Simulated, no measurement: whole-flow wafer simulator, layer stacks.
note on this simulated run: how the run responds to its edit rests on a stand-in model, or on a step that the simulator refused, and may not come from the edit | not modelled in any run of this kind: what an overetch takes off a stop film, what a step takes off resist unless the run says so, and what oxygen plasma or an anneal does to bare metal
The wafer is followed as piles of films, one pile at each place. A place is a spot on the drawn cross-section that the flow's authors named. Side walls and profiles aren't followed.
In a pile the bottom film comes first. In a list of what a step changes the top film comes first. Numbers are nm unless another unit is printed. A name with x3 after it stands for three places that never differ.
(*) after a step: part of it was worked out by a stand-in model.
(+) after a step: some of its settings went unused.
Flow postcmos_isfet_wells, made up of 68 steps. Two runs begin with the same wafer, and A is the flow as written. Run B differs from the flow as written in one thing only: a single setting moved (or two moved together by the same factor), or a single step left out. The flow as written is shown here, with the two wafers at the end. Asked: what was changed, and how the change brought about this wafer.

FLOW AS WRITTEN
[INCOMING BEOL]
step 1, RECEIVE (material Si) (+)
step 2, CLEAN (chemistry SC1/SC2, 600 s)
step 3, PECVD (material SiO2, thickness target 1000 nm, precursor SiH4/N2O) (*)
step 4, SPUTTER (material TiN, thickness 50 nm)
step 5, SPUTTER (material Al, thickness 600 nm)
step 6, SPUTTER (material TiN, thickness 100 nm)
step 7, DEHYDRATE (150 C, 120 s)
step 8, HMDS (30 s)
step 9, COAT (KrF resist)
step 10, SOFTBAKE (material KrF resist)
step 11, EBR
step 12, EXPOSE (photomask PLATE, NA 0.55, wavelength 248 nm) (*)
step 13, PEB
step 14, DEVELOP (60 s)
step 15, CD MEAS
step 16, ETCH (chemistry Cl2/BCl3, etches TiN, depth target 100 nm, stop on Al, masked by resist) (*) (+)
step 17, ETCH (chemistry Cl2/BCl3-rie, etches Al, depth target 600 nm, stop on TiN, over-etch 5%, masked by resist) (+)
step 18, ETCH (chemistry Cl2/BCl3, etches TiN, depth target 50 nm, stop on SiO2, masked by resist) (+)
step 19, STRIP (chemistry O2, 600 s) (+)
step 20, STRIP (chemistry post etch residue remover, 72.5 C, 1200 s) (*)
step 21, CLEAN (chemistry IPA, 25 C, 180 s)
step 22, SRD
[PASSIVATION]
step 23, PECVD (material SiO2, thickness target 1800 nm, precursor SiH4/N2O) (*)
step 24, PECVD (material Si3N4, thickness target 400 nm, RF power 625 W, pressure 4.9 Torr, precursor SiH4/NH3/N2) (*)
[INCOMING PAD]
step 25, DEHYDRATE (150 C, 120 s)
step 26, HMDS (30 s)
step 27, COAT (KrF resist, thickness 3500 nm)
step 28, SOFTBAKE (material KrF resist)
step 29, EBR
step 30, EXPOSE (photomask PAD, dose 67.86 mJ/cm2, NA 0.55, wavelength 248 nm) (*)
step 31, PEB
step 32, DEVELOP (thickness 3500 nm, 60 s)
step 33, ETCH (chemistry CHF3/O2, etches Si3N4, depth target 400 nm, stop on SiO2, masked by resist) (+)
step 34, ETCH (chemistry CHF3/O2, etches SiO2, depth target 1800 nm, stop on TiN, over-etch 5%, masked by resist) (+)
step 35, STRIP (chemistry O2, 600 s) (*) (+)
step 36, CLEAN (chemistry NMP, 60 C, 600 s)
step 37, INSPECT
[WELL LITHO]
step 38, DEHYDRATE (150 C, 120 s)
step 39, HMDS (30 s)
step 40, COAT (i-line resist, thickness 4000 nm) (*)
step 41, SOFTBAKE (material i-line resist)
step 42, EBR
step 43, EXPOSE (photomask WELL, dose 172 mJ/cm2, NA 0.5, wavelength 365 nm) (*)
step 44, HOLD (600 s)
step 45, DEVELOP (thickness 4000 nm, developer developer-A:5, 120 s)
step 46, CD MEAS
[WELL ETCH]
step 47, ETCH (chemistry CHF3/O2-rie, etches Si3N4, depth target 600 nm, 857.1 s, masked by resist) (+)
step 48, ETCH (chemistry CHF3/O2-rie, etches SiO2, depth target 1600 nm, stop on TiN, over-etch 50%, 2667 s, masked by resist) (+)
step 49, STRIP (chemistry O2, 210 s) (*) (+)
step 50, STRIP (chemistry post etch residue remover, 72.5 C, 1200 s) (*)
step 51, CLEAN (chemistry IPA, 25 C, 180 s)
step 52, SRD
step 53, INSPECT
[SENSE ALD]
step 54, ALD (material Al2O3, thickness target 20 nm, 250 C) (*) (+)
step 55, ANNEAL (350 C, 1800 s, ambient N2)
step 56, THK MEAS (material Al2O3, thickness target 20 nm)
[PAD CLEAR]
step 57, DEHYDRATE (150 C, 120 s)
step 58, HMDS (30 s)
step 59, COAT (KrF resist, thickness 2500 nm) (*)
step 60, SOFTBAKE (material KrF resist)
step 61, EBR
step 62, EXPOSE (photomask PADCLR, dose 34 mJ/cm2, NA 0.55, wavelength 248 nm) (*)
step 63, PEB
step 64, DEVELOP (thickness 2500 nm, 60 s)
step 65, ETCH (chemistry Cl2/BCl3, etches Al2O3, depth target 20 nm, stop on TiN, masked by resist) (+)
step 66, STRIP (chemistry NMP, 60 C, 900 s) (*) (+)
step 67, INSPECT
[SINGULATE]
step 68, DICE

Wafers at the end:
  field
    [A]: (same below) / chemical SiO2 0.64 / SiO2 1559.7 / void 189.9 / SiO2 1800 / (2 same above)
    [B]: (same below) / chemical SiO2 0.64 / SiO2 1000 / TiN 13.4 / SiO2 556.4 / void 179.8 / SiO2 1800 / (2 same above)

The reason: step 18, ETCH: depth target 36.2 nm was run, though the flow has depth target 50 nm.

The path from the change to this, step by step:
  step 18, ETCH (chemistry Cl2/BCl3, etches TiN, depth target 50 nm, stop on SiO2, masked by resist) (+)
      field: A -50 TiN (all of it) | B -36.2 TiN
      margin, well900, well1300 x3, pad_rim, pad_clr, pad_open: A -20 KrF resist | B -14.5 KrF resist
  step 23, PECVD (material SiO2, thickness target 1800 nm, precursor SiH4/N2O) (*)
      field: A +1800 SiO2 (new film), +189.9 void (new film), +559.7 SiO2 | B +1800 SiO2 (new film), +179.8 void (new film), +556.4 SiO2 (new film)
If metal films that touch count as one body, field has 1 body; the flow as written gives 0 bodies.
